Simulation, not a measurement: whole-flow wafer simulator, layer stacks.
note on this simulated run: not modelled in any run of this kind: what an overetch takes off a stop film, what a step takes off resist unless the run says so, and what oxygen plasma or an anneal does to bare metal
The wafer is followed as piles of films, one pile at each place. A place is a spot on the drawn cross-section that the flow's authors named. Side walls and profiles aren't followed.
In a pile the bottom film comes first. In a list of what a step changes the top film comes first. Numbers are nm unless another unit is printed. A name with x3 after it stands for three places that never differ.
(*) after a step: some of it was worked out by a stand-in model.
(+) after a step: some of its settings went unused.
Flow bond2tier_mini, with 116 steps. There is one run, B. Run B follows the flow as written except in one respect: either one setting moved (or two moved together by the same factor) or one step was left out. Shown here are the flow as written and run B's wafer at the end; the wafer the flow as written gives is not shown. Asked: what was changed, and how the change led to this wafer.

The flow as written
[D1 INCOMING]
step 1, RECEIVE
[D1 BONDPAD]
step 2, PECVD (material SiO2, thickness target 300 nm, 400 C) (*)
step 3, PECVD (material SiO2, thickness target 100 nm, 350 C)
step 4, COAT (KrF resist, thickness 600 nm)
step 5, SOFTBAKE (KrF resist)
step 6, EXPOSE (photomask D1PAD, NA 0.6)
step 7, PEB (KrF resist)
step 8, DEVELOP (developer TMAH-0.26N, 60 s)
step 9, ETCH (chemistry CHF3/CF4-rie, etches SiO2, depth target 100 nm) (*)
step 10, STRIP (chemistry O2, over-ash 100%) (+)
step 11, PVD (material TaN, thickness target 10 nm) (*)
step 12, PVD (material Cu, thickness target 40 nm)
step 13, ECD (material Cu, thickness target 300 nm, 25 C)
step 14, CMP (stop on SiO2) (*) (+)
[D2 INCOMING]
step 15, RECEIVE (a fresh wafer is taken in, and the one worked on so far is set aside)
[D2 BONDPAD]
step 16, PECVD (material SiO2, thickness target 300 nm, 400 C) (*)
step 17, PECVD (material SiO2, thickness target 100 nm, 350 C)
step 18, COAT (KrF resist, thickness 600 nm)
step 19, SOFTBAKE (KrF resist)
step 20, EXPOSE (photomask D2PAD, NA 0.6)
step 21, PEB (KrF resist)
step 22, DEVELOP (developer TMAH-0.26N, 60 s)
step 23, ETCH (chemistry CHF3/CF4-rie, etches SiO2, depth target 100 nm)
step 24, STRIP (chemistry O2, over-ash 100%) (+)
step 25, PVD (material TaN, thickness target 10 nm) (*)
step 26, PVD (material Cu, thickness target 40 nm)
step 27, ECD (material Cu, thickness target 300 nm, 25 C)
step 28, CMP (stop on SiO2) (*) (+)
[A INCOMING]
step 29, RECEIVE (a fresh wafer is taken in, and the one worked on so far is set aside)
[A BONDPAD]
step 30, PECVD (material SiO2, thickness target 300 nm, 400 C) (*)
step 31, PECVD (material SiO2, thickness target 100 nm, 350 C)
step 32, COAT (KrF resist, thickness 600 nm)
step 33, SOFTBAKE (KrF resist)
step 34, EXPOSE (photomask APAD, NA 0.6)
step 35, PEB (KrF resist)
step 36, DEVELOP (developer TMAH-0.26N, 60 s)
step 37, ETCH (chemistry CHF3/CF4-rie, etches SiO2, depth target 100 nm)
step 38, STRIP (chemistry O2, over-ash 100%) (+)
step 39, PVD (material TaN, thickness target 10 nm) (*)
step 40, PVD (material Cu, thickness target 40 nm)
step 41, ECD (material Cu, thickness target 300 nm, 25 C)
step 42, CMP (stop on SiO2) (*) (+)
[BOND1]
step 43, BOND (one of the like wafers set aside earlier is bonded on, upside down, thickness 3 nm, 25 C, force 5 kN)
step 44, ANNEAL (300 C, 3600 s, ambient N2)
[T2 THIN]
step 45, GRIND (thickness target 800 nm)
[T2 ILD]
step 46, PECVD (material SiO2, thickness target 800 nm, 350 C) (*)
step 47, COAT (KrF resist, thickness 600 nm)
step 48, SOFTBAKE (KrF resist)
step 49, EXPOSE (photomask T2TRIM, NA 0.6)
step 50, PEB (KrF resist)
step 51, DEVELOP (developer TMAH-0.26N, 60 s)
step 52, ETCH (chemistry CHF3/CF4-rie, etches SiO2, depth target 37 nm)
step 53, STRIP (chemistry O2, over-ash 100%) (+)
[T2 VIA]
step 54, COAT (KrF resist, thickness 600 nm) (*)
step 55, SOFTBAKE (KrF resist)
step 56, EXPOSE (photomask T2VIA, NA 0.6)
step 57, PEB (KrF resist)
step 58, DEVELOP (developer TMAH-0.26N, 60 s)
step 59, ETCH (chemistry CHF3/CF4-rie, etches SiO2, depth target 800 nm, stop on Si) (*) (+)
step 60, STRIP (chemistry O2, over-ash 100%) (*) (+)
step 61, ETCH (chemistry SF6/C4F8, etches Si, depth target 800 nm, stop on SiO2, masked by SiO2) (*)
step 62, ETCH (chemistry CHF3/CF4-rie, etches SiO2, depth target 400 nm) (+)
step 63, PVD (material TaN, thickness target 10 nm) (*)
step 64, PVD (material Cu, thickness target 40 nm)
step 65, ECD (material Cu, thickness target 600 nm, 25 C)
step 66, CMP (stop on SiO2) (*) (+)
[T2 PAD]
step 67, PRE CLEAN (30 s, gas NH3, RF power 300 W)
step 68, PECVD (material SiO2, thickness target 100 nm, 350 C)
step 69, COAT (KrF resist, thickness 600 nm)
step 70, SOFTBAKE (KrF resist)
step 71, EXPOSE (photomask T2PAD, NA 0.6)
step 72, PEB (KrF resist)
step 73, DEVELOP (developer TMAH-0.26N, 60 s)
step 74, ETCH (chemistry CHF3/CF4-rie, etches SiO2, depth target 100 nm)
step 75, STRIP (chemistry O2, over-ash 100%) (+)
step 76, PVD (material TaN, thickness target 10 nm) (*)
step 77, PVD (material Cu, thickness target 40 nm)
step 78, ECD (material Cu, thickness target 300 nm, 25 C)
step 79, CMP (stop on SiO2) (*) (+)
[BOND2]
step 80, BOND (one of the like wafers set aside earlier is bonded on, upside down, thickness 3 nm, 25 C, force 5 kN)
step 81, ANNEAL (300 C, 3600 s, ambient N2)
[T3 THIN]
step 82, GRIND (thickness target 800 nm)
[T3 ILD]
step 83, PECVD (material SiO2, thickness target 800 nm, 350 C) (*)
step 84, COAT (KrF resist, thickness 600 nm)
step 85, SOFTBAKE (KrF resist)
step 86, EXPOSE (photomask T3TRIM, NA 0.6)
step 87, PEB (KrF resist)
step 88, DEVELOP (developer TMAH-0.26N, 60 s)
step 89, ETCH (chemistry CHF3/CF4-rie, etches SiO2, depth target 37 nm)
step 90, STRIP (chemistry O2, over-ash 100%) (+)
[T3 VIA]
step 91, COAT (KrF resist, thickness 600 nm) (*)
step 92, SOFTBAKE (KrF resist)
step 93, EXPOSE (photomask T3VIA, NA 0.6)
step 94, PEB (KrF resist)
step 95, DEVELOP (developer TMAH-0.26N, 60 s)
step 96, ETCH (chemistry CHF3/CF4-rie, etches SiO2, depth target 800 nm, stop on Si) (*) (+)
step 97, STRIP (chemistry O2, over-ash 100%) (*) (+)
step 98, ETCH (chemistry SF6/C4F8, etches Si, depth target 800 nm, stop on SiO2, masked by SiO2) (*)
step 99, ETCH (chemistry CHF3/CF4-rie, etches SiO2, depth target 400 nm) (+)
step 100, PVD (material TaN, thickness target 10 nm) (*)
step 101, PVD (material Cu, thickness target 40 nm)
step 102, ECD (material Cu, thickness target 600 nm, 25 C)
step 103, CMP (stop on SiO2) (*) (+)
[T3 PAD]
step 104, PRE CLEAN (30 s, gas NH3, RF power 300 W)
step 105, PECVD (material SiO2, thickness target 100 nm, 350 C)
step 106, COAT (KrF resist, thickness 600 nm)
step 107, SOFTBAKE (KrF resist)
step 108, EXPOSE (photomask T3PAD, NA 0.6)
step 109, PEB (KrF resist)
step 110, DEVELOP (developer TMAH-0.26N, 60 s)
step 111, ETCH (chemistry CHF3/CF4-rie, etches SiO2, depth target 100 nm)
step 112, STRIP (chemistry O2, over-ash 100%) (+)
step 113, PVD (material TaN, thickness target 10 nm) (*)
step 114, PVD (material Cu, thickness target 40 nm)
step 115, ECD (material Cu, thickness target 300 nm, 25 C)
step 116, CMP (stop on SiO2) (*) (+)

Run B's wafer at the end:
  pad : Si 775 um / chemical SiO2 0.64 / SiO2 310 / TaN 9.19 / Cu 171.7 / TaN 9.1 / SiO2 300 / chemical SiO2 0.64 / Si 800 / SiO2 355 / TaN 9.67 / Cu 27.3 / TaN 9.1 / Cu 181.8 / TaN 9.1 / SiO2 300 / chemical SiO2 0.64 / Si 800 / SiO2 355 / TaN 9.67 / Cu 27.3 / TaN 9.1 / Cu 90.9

What caused this: step 36, DEVELOP: 54 s was run, whereas the flow has 60 s; step 37, ETCH: depth target 90 nm was run, where the flow has depth target 100 nm.

How this came from the change, step by step:
  step 37, ETCH (chemistry CHF3/CF4-rie, etches SiO2, depth target 100 nm)
      pad, via: SiO2 loses 90 (as written it would have been: SiO2 loses 100)
      field: KrF resist loses 30 (as written it would have been: KrF resist loses 33.3)
  step 41, ECD (material Cu, thickness target 300 nm, 25 C)
      pad: Cu gains 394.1 (as written it would have been: Cu gains 404.5)
      via: Cu gains 390.1 (as written it would have been: Cu gains 400.2)
